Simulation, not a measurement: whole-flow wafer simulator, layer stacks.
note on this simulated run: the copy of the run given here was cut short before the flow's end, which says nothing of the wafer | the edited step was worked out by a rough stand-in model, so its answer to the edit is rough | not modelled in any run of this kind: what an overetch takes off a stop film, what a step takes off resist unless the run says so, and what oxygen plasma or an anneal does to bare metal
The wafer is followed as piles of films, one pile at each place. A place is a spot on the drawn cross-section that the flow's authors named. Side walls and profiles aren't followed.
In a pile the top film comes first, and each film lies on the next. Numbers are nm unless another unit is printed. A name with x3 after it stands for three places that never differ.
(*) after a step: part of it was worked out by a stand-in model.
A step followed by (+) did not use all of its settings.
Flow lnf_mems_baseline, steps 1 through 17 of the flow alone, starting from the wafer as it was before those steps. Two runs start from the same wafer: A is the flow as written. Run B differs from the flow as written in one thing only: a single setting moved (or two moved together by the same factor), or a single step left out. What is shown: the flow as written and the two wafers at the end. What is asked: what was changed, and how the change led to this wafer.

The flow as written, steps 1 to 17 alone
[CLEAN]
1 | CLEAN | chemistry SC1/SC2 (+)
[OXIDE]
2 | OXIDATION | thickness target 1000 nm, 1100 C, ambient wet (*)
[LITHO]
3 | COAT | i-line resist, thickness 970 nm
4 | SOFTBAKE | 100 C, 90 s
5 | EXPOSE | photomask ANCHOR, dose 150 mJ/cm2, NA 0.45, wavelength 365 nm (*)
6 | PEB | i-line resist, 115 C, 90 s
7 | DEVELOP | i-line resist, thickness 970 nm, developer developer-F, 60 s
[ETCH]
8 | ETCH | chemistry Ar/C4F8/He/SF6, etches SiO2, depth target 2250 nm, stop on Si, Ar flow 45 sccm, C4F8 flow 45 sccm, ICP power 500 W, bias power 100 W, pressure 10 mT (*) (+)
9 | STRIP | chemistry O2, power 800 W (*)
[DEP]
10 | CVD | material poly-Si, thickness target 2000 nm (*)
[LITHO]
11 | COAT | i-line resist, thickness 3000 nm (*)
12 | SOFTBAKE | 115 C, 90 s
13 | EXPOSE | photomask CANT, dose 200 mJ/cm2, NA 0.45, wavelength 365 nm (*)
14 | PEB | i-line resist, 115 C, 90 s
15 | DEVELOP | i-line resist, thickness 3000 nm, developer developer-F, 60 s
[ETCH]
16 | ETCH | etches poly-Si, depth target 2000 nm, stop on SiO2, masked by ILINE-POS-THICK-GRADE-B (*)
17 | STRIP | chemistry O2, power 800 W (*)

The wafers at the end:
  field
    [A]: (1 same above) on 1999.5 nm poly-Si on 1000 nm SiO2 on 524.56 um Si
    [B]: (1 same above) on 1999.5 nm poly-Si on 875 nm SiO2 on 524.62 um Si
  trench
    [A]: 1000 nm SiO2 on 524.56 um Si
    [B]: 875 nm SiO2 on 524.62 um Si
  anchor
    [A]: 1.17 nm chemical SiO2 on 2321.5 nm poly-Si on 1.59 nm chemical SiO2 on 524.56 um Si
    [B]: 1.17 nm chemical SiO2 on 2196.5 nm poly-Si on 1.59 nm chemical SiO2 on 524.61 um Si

The reason: step 2, OXIDATION: thickness target 875 nm was run, whereas the flow has thickness target 1000 nm.
The wafer lets one read it off: field has SiO2 875, and step 2 as written asks for 1000 nm.

The path from the change to this, step by step:
  2 | OXIDATION | thickness target 1000 nm, 1100 C, ambient wet (*)
      field, anchor, beam, trench, char_slit: A SiO2 gains 1000 (new film), chemical SiO2 loses 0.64 (all of it), Si loses 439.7 | B SiO2 gains 875 (new film), chemical SiO2 loses 0.64 (all of it), Si loses 384.7
  8 | ETCH | chemistry Ar/C4F8/He/SF6, etches SiO2, depth target 2250 nm, stop on Si, Ar flow 45 sccm, C4F8 flow 45 sccm, ICP power 500 W, bias power 100 W, pressure 10 mT (*) (+)
      field, beam, trench, char_slit: A i-line resist loses 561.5 | B i-line resist loses 499
      anchor: A SiO2 loses 1000 (all of it) | B SiO2 loses 875 (all of it)
  9 | STRIP | chemistry O2, power 800 W (*)
      field, beam, trench, char_slit: A i-line resist loses 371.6 (all of it) | B i-line resist loses 434.1 (all of it)
  10 | CVD | material poly-Si, thickness target 2000 nm (*)
      anchor: A poly-Si gains 2322 (new film) | B poly-Si gains 2197 (new film)
